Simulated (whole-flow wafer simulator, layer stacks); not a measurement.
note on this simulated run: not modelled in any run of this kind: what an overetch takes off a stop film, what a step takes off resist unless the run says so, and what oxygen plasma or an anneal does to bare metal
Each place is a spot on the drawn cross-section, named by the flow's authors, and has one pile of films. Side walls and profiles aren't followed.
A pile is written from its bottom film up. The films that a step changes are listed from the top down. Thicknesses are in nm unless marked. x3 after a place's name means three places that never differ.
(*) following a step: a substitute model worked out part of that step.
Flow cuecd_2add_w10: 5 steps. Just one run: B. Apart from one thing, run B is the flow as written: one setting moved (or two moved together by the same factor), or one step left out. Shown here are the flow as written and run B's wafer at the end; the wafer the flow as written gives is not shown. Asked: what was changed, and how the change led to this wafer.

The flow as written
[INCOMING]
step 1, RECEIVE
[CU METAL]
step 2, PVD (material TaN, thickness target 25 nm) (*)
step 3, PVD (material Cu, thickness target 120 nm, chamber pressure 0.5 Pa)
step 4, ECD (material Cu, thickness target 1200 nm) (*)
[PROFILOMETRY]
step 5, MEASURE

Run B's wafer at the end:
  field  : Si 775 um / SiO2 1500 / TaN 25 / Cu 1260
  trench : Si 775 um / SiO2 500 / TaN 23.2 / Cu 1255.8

Cause: step 3, PVD: thickness target 60 nm was run, though the flow has thickness target 120 nm.

How this came from the change, step by step:
  step 3, PVD (material Cu, thickness target 120 nm, chamber pressure 0.5 Pa)
      field: Cu gains 60 (new film) (in the flow as written it would be: Cu gains 120 (new film))
      trench: Cu gains 55.8 (new film) (in the flow as written it would be: Cu gains 111.8 (new film))
